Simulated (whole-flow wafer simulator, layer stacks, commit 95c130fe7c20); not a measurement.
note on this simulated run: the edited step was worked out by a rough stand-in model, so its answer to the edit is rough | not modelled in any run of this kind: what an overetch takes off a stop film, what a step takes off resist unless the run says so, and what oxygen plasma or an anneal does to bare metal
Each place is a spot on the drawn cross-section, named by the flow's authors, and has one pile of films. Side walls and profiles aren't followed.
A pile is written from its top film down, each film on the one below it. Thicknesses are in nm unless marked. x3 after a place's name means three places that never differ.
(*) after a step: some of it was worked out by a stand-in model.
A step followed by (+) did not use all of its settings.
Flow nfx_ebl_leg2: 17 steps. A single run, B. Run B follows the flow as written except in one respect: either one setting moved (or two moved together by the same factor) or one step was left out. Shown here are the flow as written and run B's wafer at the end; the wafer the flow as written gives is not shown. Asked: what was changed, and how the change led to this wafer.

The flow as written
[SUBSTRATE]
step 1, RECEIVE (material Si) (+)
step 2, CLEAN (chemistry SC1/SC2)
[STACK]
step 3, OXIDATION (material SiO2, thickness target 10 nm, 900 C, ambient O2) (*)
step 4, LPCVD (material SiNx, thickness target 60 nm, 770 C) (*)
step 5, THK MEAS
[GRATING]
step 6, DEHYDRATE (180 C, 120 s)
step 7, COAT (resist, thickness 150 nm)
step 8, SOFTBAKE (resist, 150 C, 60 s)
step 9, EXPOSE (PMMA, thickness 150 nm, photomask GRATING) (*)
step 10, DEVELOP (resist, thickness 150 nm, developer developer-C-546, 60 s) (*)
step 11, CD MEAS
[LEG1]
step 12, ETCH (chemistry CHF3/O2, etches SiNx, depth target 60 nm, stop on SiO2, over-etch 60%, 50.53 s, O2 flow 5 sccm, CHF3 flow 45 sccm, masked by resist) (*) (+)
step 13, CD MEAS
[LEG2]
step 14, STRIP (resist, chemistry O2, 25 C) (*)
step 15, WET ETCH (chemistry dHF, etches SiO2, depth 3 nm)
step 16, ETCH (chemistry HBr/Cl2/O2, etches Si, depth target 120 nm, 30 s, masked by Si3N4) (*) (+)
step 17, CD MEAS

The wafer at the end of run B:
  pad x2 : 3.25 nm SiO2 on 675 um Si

The reason: step 12, ETCH: depth target 37.5 nm was run, whereas the flow has depth target 60 nm; step 12, ETCH: 31.58 s was run, where the flow has 50.53 s.

How this came from the change, step by step:
  step 12, ETCH (chemistry CHF3/O2, etches SiNx, depth target 60 nm, stop on SiO2, over-etch 60%, 50.53 s, O2 flow 5 sccm, CHF3 flow 45 sccm, masked by resist) (*) (+)
      pad x2: SiNx loses 60 (all of it) (it would be, as written: SiNx loses 60 (all of it), SiO2 loses 10 (all of it))
      field x2: resist loses 60 (it would be, as written: resist loses 96)
  step 14, STRIP (resist, chemistry O2, 25 C) (*)
      pad x2: nothing (it would be, as written: chemical SiO2 gains 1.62 (new film), Si loses 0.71)
      field x2: resist loses 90 (all of it) (it would be, as written: resist loses 54 (all of it))
  step 15, WET ETCH (chemistry dHF, etches SiO2, depth 3 nm)
      pad x2: SiO2 loses 3 (it would be, as written: chemical SiO2 loses 1.62 (all of it))
  step 16, ETCH (chemistry HBr/Cl2/O2, etches Si, depth target 120 nm, 30 s, masked by Si3N4) (*) (+)
      pad x2: SiO2 loses 3.75 (it would be, as written: Si loses 120)
